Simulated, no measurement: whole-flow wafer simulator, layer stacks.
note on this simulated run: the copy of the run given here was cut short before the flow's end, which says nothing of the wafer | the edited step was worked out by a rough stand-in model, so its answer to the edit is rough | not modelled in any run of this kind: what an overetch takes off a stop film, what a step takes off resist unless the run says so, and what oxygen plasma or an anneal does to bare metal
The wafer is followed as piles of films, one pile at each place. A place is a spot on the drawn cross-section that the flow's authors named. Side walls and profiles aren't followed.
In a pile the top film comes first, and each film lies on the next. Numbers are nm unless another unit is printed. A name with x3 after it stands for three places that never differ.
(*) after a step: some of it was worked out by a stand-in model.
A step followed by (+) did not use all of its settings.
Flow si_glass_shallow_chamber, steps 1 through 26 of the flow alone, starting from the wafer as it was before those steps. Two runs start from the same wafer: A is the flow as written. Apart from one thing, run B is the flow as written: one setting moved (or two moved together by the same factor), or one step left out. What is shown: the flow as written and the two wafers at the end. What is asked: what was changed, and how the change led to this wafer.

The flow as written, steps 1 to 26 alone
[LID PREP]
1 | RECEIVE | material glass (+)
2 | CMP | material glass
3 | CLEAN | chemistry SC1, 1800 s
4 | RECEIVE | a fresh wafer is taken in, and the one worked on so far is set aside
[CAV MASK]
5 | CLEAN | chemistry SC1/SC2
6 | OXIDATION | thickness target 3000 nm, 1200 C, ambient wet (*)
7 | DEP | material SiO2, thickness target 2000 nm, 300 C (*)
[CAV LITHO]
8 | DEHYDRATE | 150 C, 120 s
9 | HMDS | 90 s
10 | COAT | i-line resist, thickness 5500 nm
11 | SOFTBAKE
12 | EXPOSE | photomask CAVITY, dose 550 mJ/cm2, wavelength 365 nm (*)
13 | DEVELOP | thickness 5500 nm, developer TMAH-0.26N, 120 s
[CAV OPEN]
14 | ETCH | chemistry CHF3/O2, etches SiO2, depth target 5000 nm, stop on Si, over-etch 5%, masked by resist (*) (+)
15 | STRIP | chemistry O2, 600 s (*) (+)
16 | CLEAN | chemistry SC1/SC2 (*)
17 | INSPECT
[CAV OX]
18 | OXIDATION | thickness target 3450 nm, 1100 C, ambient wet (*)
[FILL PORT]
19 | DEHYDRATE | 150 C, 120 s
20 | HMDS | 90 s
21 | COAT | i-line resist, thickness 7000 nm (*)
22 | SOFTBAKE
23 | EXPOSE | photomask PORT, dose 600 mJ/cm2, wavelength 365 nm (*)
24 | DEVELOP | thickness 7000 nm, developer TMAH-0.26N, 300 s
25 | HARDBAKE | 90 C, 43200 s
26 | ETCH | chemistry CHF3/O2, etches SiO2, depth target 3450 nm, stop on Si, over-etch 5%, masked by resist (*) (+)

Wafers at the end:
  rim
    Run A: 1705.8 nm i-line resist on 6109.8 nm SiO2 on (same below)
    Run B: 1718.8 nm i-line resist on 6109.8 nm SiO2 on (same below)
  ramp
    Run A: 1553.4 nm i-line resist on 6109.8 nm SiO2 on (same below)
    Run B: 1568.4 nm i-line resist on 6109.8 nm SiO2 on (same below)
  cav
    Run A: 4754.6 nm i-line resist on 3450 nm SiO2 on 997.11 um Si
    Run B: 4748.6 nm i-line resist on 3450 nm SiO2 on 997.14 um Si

The reason: step 14, ETCH: over-etch 2.38% was run, whereas the flow has over-etch 5%.

Step by step, how the change led to this:
  14 | ETCH | chemistry CHF3/O2, etches SiO2, depth target 5000 nm, stop on Si, over-etch 5%, masked by resist (*) (+)
      rim, ramp, septum, ring: A -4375 i-line resist | B -4265.8 i-line resist
      cav, port: A -5000 SiO2 (all of it), -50 Si | B -5000 SiO2 (all of it), -23.8 Si
  15 | STRIP | chemistry O2, 600 s (*) (+)
      rim, ramp, septum, ring: A -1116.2 i-line resist (all of it) | B -1225.3 i-line resist (all of it)
